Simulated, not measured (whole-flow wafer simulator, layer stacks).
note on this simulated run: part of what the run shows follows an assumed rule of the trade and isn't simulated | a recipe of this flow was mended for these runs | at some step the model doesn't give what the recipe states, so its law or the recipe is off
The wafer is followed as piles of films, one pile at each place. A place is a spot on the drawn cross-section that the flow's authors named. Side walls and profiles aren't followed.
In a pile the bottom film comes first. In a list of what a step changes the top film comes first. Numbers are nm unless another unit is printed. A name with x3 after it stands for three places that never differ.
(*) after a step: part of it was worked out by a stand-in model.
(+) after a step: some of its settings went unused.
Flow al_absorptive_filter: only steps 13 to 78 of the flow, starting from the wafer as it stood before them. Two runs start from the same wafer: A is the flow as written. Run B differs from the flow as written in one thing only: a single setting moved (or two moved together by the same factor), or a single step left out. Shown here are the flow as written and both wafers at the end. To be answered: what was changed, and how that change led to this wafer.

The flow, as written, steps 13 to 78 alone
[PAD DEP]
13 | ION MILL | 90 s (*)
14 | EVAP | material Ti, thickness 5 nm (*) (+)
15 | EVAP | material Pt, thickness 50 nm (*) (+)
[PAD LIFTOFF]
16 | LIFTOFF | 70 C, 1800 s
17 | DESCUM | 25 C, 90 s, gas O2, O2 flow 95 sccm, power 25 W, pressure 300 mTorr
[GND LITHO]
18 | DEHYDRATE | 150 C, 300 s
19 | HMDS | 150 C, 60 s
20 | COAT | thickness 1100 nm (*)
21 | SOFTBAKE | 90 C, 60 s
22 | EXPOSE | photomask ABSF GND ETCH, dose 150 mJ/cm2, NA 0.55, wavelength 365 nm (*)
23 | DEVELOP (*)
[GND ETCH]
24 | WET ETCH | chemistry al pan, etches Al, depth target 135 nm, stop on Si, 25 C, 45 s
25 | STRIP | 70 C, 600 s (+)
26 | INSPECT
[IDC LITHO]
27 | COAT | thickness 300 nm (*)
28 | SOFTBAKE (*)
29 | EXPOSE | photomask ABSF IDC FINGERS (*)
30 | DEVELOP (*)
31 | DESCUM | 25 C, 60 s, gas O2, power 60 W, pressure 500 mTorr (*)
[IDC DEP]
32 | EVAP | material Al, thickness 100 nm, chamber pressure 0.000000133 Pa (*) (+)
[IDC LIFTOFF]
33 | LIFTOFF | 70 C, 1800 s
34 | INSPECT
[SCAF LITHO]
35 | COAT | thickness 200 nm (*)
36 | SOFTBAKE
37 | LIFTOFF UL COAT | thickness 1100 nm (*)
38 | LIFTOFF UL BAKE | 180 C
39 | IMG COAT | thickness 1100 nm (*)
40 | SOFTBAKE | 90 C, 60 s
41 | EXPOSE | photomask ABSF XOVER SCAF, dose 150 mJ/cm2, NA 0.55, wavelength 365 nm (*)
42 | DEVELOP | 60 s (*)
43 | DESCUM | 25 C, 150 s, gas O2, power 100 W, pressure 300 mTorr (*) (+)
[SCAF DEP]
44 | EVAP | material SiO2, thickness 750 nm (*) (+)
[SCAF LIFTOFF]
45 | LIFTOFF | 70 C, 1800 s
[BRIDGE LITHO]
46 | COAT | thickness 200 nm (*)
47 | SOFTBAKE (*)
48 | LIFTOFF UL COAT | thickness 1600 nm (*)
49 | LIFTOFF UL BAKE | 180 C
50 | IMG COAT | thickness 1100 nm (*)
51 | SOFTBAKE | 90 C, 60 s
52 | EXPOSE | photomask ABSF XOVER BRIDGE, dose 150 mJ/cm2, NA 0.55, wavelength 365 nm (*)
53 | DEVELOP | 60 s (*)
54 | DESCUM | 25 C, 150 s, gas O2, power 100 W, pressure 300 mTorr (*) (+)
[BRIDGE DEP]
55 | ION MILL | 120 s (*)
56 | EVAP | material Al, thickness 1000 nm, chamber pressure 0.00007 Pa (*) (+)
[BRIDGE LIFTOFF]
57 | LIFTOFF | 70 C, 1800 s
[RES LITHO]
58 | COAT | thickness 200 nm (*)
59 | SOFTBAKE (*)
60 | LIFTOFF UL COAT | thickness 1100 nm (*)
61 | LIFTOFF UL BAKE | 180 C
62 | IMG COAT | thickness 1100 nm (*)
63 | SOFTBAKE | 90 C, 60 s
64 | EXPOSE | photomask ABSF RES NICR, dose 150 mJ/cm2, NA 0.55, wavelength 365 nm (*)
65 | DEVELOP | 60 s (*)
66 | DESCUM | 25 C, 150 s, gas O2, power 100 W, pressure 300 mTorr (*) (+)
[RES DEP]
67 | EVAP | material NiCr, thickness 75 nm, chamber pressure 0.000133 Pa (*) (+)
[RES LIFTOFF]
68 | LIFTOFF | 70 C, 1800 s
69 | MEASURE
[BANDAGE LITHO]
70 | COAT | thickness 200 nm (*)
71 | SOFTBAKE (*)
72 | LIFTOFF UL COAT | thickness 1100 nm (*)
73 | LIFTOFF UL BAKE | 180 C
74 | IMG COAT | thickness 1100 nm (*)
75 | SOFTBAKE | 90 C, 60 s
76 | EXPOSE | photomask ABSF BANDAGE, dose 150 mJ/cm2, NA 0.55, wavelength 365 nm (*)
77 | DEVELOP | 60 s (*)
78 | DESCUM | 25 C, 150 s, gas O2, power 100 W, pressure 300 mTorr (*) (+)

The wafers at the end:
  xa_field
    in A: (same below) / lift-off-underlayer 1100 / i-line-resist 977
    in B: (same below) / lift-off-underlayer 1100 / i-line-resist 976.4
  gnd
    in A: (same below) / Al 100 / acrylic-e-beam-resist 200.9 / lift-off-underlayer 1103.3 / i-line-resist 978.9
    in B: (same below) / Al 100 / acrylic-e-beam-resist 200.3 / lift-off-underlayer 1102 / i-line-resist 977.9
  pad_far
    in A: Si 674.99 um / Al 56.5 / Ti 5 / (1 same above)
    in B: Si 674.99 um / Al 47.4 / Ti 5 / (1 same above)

The reason: step 13, ION MILL: 117 s was run, whereas the flow has 90 s.

How this came from the change, step by step:
  13 | ION MILL | 90 s (*)
      gnd, ledge, res and 9 more: A -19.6 i-line-resist | B -25.5 i-line-resist
      pad_far, pad_near: A -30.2 Al | B -39.2 Al
